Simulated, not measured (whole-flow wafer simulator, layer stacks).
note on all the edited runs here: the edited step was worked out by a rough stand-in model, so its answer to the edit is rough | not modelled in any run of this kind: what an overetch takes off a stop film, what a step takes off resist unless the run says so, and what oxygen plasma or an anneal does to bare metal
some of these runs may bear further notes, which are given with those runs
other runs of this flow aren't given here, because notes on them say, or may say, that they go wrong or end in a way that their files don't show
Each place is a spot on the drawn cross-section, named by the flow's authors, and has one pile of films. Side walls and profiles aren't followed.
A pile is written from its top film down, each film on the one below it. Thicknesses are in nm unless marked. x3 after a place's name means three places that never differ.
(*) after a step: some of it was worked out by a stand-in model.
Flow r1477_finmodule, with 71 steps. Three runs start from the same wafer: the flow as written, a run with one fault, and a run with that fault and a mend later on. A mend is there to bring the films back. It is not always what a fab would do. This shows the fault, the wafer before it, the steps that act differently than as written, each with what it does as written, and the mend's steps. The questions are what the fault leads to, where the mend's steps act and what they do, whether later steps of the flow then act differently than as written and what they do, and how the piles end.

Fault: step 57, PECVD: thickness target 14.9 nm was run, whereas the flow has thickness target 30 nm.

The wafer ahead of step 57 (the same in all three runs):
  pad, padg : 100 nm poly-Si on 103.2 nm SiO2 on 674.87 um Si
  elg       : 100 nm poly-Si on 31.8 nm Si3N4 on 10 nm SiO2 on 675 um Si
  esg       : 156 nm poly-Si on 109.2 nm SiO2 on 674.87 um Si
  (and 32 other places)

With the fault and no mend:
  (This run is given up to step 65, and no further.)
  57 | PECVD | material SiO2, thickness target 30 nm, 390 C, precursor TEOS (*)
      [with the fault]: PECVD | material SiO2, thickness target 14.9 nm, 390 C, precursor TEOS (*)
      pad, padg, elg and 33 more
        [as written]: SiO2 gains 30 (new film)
        [with the fault]: SiO2 gains 14.9 (new film)
  None of the later steps of the flow up to step 65 differs from how it acts as written, at any place that is followed, by more than 2% or 0.5 nm, whichever is larger.
  Once step 65 is done, the piles at pad, padg, elg and 33 more depart from the flow's by more than 2% or 0.5 nm, whichever is larger.
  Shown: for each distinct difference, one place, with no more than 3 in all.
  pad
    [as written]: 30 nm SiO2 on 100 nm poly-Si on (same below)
    [with the fault]: 14.9 nm SiO2 on 100 nm poly-Si on (same below)
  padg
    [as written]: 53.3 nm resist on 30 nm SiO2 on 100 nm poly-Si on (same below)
    [with the fault]: 53.3 nm resist on 14.9 nm SiO2 on 100 nm poly-Si on (same below)
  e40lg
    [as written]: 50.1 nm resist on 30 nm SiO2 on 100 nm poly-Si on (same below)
    [with the fault]: 50.1 nm resist on 14.9 nm SiO2 on 100 nm poly-Si on (same below)

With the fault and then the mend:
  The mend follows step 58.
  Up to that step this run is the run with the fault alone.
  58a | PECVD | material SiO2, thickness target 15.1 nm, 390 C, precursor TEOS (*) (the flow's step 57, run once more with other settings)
      pad, padg, elg and 33 more
        SiO2 gains 15.1
  None of the later steps of the flow acts differently than as written at any place that is followed.
  At every place that both follow, the piles at the end match the flow's.
